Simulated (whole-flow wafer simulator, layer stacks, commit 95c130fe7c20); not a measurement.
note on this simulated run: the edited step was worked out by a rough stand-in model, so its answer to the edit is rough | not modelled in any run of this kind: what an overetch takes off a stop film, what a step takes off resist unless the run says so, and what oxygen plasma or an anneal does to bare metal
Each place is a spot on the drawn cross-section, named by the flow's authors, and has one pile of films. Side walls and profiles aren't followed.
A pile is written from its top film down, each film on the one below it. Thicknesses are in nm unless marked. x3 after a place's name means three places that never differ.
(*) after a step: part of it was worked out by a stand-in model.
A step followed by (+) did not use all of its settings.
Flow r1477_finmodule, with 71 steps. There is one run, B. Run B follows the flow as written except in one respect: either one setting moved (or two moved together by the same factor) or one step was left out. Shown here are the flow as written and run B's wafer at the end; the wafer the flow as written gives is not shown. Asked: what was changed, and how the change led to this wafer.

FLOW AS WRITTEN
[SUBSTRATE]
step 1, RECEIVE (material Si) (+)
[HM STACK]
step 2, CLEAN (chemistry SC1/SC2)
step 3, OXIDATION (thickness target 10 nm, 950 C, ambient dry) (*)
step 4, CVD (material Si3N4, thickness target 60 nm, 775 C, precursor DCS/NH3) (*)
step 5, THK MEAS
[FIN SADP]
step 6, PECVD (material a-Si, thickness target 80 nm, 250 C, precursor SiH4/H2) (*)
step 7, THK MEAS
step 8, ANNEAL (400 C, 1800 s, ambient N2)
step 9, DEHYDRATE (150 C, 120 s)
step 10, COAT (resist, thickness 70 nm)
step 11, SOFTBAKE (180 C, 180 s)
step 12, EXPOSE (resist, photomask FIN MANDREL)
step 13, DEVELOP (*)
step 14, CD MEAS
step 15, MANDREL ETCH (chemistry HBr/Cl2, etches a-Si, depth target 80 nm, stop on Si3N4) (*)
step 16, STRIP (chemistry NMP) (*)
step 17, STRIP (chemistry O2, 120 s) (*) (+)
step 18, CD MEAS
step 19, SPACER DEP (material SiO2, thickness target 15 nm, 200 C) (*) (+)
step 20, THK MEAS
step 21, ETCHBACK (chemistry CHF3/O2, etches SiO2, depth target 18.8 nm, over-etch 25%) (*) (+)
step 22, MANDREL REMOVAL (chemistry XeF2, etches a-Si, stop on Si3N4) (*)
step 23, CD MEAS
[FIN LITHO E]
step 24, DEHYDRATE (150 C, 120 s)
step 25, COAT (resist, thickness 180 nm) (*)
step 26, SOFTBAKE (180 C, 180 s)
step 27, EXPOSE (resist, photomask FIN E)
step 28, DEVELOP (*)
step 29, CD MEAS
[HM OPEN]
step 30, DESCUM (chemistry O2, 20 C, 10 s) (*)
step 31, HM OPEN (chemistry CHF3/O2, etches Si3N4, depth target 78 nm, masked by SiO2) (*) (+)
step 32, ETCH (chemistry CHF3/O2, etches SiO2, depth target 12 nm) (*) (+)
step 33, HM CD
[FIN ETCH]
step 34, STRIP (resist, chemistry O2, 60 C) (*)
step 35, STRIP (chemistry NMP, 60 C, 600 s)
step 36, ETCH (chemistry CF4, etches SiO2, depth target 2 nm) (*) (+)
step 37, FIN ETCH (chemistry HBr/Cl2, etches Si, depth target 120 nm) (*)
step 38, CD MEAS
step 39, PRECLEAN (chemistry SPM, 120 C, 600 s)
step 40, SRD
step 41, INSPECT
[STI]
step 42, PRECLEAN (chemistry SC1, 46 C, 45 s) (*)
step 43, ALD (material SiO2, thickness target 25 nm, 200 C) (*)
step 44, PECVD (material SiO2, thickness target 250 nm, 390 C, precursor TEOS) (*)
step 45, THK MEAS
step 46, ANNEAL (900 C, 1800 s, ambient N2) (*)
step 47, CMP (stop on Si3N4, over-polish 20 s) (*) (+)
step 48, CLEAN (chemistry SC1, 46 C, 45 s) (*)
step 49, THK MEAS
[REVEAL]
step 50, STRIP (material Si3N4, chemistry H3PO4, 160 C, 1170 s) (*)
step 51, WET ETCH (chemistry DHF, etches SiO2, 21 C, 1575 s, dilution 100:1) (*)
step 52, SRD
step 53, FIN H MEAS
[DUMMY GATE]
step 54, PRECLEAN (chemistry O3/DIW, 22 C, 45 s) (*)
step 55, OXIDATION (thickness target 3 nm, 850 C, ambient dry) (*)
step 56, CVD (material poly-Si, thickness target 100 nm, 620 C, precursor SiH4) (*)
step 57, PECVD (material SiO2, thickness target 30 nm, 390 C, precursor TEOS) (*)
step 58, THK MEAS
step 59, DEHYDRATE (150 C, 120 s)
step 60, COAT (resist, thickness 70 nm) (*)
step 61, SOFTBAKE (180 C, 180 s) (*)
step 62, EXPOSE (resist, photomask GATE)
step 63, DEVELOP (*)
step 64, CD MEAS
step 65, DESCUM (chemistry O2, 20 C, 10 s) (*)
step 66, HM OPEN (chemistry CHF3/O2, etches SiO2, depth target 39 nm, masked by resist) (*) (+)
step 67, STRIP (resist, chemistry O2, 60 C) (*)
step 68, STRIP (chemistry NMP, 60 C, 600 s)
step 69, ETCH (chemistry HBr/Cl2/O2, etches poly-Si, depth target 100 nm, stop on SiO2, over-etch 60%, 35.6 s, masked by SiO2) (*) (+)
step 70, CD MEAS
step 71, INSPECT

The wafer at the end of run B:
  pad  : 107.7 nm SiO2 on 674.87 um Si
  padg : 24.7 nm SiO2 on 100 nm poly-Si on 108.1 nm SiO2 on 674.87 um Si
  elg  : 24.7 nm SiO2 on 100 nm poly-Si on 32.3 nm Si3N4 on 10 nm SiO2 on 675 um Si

Cause: step 51, WET ETCH: 19.57 C was run, though the flow has 21 C.

How this came from the change, step by step:
  step 51, WET ETCH (chemistry DHF, etches SiO2, 21 C, 1575 s, dilution 100:1) (*)
      pad, padg, e40sg and 12 more: -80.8 SiO2 (it would be, as written: -85.7 SiO2)
      elg, e40lg, e100lg, e200lg, elo, e40lo, e100lo, e200lo: -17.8 SiO2 (all of it), -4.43 Si3N4 (it would be, as written: -17.8 SiO2 (all of it), -4.97 Si3N4)
      (and at 7 other places as well)
  step 56, CVD (material poly-Si, thickness target 100 nm, 620 C, precursor SiH4) (*)
      s40cg, s40co: +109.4 poly-Si (new film) (it would be, as written: +113.9 poly-Si (new film))
      s45cg, s45co: +108.9 poly-Si (new film) (it would be, as written: +113.4 poly-Si (new film))
      (and at 3 other places as well)
  step 60, COAT (resist, thickness 70 nm) (*)
      e40sg, eso, e40so: +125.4 resist (new film) (it would be, as written: +129.5 resist (new film))
      e100sg, e100so: +125.3 resist (new film) (it would be, as written: +129.4 resist (new film))
      (and at 8 other places as well)
  step 63, DEVELOP (*)
      eso, e40so: -125.4 resist (all of it) (it would be, as written: -129.5 resist (all of it))
      e100so: -125.3 resist (all of it) (it would be, as written: -129.4 resist (all of it))
      (and at 4 other places as well)
  step 67, STRIP (resist, chemistry O2, 60 C) (*)
      e40sg: -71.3 resist (all of it) (it would be, as written: -75.4 resist (all of it))
      e100sg: -71.2 resist (all of it) (it would be, as written: -75.3 resist (all of it))
      (and at 4 other places as well)
  step 69, ETCH (chemistry HBr/Cl2/O2, etches poly-Si, depth target 100 nm, stop on SiO2, over-etch 60%, 35.6 s, masked by SiO2) (*) (+)
      s40co: -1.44 chemical SiO2 (all of it), -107 poly-Si (all of it), -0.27 SiO2 (it would be, as written: -1.46 chemical SiO2 (all of it), -111.5 poly-Si (all of it), -0.24 SiO2)
      s45co: -1.44 chemical SiO2 (all of it), -106.4 poly-Si (all of it), -0.27 SiO2 (it would be, as written: -1.46 chemical SiO2 (all of it), -110.9 poly-Si (all of it), -0.25 SiO2)
      (and at 1 other place as well)
